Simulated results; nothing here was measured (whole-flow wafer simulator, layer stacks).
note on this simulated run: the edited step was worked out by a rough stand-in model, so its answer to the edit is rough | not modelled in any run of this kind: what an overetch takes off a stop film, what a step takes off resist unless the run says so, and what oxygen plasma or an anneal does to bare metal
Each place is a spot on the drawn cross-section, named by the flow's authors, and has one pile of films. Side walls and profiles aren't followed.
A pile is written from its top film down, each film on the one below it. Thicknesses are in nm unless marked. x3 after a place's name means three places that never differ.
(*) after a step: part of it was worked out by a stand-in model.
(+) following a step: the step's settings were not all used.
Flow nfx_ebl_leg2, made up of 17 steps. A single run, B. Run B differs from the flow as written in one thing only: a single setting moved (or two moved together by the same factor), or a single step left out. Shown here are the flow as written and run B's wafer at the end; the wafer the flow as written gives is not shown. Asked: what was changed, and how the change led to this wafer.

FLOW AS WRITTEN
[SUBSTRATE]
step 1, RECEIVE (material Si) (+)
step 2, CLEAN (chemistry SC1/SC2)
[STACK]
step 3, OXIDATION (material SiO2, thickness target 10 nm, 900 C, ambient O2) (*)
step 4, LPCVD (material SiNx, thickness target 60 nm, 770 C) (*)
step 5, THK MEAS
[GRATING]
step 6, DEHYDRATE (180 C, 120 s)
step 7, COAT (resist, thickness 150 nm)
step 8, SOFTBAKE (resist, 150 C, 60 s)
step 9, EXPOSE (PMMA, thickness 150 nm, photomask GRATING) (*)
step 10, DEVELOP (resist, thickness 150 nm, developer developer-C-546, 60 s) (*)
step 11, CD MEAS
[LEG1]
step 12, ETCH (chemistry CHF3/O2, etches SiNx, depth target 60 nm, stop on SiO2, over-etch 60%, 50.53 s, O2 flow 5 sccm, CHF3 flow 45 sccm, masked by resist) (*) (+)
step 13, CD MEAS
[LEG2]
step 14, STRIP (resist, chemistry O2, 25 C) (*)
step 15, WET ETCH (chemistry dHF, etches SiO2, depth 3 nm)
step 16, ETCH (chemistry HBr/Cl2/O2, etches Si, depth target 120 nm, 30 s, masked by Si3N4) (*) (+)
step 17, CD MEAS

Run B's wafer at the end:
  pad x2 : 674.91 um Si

Cause: step 16, ETCH: depth target 84 nm was run, whereas the flow has depth target 120 nm.

The path from the change to this, step by step:
  step 16, ETCH (chemistry HBr/Cl2/O2, etches Si, depth target 120 nm, 30 s, masked by Si3N4) (*) (+)
      pad x2: -84 Si (in the flow as written it would be: -120 Si)
